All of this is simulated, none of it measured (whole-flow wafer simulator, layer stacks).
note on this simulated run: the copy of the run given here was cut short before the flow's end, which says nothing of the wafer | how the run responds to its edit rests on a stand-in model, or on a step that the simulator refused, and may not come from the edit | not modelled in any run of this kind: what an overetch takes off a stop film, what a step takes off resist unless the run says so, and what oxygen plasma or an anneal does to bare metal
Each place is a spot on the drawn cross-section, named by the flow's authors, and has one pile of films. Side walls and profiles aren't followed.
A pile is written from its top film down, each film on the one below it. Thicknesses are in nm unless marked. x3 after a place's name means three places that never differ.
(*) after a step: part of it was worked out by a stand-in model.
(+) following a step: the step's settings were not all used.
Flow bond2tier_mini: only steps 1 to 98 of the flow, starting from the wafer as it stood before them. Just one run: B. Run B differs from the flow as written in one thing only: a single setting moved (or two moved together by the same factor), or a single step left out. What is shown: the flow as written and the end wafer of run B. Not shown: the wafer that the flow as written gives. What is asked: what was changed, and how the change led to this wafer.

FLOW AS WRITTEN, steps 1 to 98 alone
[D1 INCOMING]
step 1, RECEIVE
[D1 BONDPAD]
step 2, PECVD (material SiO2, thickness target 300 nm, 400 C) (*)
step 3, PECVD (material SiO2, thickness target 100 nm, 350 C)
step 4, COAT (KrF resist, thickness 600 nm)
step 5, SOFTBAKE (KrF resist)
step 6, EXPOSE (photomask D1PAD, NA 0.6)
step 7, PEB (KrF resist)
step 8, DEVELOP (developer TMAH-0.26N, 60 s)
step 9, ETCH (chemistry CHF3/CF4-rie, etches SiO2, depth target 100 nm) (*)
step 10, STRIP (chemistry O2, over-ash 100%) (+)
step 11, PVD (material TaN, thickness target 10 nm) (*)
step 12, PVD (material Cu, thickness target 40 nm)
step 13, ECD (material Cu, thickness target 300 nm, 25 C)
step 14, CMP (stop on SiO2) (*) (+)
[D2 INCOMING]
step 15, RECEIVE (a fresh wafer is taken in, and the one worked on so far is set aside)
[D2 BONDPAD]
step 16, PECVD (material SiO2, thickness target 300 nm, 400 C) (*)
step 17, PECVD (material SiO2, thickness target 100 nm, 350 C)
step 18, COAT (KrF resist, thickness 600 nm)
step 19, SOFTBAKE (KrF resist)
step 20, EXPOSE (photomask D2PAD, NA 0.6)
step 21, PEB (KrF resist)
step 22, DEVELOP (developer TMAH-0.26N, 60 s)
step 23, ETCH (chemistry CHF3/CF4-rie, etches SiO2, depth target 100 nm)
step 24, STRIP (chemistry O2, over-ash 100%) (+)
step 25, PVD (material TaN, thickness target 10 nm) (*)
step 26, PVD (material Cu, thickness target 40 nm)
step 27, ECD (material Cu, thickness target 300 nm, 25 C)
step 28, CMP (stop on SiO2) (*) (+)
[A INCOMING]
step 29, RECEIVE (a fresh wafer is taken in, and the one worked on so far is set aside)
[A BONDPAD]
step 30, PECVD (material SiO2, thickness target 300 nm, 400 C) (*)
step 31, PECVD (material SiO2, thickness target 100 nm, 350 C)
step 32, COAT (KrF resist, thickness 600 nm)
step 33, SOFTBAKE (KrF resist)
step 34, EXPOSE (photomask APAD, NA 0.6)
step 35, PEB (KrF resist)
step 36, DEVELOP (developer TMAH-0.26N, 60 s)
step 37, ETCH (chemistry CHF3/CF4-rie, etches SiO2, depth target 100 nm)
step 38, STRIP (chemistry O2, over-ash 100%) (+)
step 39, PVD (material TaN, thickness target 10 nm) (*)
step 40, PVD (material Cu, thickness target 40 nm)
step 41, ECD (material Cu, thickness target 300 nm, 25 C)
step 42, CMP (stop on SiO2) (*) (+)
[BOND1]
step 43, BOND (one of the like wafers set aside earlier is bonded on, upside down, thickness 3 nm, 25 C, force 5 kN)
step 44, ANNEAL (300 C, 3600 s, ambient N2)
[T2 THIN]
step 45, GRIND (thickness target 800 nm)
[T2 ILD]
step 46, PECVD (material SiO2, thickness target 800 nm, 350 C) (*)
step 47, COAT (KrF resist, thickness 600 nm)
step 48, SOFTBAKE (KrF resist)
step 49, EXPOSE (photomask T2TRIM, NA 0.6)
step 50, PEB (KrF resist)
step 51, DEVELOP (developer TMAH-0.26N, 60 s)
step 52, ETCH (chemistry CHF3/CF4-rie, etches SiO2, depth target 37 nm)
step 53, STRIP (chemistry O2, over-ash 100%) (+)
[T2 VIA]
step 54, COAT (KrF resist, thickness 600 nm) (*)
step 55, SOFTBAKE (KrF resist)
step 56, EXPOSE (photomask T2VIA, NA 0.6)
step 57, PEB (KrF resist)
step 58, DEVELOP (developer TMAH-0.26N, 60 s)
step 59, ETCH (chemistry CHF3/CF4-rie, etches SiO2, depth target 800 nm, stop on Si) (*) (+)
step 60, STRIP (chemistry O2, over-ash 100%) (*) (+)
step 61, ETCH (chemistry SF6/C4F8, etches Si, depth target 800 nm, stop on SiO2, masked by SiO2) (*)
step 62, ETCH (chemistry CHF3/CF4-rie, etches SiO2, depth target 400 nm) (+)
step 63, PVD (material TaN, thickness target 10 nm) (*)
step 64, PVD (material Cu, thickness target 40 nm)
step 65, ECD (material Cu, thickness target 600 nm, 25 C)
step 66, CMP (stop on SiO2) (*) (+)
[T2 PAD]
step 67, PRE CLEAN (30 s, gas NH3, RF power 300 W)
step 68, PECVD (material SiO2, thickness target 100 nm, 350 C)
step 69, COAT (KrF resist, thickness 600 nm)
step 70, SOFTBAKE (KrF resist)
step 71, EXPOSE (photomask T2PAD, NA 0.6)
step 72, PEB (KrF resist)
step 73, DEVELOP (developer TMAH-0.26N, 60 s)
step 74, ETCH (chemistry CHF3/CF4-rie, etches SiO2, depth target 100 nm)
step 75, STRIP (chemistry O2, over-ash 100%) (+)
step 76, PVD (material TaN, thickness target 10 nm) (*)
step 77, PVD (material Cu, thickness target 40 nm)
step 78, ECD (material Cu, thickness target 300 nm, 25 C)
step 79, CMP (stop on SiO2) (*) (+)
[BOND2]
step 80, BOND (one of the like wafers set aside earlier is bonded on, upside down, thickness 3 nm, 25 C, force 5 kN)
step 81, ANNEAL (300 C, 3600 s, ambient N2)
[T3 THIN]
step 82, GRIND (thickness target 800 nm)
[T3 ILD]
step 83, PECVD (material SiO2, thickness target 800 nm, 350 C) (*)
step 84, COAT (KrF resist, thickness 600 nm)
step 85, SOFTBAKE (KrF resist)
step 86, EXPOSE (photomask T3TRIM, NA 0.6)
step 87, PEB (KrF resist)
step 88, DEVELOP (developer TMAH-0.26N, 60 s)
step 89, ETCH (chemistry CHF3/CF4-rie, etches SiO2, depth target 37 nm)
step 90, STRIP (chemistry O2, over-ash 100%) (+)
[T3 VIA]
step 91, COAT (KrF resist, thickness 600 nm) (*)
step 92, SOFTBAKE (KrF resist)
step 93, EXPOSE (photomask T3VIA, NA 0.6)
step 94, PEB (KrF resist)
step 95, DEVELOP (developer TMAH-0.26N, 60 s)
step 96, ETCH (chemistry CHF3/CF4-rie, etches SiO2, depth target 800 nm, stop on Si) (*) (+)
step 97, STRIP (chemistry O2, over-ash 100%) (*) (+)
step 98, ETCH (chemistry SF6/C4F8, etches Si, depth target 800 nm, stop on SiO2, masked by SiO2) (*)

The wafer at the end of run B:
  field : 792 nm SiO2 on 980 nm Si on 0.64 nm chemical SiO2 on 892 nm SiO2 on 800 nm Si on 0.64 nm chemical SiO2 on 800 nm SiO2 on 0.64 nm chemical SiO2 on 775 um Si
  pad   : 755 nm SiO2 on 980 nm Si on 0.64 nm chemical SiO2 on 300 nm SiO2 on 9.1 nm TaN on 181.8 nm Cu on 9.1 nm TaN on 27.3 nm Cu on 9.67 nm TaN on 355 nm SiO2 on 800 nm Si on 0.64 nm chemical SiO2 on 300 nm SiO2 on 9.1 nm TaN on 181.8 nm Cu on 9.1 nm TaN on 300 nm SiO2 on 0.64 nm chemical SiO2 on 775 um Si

What caused this: step 82, GRIND: thickness target 980 nm was run, though the flow has thickness target 800 nm.
The wafer lets one read it off: field has Si 980, and step 82 as written asks for 800 nm.

Step by step, how the change led to this:
  step 82, GRIND (thickness target 800 nm)
      field, pad: -774.02 um Si (as written it would have been: -774.2 um Si)
